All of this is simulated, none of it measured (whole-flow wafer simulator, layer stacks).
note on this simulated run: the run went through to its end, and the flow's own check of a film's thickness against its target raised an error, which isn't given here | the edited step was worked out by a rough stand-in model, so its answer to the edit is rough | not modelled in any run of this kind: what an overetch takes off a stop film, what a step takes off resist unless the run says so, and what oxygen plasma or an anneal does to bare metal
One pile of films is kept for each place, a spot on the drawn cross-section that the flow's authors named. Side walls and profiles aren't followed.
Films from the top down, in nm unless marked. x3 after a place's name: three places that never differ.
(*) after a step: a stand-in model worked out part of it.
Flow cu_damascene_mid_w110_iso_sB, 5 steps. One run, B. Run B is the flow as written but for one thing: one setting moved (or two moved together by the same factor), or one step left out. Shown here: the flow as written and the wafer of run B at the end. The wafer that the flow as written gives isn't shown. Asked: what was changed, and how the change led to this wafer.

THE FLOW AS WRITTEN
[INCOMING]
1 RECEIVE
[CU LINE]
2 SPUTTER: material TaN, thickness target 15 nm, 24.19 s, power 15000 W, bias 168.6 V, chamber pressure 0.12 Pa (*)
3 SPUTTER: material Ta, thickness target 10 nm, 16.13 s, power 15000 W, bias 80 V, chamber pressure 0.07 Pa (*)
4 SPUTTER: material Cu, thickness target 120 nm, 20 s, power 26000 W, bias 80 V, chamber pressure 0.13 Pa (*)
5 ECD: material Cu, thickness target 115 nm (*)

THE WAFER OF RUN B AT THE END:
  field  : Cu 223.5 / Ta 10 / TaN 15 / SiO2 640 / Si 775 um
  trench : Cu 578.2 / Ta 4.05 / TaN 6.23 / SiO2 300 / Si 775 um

The cause: step 5, ECD: thickness target 103.5 nm was run, where the flow has thickness target 115 nm.

How the change led to this, step by step:
  5 ECD: material Cu, thickness target 115 nm (*)
      field: Cu +103.5 (as written it would be: Cu +115)
      trench: Cu +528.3 (as written it would be: Cu +539.8)
